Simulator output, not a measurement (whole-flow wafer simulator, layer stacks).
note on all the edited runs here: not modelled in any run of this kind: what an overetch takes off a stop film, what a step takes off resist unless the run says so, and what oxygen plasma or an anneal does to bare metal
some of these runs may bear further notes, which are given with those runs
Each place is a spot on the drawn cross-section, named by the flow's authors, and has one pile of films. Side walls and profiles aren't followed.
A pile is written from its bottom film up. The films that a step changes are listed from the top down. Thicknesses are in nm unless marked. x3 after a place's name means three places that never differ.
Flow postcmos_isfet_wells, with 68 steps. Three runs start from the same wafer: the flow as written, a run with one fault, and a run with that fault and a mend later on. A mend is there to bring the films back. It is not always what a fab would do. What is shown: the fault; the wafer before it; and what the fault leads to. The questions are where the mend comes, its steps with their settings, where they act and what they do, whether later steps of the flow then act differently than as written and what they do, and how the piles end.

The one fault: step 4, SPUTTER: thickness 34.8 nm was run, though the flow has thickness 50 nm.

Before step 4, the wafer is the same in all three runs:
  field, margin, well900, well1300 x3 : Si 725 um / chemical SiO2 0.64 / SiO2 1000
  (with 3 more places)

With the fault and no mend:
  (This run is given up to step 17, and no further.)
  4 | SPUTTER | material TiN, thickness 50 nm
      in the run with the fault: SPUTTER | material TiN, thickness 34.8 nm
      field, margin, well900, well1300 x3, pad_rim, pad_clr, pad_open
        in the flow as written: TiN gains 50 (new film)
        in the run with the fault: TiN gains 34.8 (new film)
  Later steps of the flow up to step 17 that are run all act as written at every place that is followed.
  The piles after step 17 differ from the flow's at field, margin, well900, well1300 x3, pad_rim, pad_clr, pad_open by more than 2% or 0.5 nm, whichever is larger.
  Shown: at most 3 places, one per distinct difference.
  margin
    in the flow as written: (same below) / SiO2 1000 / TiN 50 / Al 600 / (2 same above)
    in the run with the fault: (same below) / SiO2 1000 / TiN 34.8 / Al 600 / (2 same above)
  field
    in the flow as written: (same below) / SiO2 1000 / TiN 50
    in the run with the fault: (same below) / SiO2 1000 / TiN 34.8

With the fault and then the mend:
  The mend stands after step 4.
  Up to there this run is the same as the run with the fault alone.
  4a | ETCH | chemistry peroxide tin strip, depth target 40.02 nm
      field, margin, well900, well1300 x3, pad_rim, pad_clr, pad_open
        TiN loses 34.8 (all of it)
  4b | SPUTTER | material TiN, thickness 50 nm (a further turn of the flow's step 4)
      field, margin, well900, well1300 x3, pad_rim, pad_clr, pad_open
        TiN gains 50 (new film)
  Later steps of the flow that are run all act as written at every place that is followed.
  By the end, the piles equal the flow's at every place that both follow.
